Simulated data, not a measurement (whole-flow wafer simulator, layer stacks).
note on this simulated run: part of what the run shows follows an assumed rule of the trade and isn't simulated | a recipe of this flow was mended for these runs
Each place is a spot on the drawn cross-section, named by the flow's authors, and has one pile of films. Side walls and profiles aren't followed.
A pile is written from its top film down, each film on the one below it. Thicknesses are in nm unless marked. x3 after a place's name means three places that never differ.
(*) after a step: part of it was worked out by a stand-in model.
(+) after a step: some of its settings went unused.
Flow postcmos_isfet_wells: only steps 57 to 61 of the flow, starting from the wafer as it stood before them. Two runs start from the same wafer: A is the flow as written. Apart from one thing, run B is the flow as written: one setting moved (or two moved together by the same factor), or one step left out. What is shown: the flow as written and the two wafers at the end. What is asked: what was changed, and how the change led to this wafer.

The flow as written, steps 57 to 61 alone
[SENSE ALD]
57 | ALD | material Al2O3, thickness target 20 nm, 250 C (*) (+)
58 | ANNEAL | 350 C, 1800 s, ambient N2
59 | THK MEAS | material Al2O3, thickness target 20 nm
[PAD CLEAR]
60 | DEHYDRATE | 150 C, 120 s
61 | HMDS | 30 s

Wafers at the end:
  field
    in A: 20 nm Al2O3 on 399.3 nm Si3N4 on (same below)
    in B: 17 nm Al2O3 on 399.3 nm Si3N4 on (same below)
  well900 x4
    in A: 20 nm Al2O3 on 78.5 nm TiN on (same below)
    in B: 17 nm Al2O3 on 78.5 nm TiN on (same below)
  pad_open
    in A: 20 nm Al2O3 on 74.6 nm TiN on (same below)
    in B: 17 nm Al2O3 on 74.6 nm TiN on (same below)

Cause: step 57, ALD: thickness target 16.98 nm was run, though the flow has thickness target 20 nm.
The wafer itself shows it: field has Al2O3 17, and step 57 as written asks for 20 nm.

How this came from the change, step by step:
  57 | ALD | material Al2O3, thickness target 20 nm, 250 C (*) (+)
      field, margin x3, well900 x4, pad_open: A +20 Al2O3 (new film) | B +17 Al2O3 (new film)
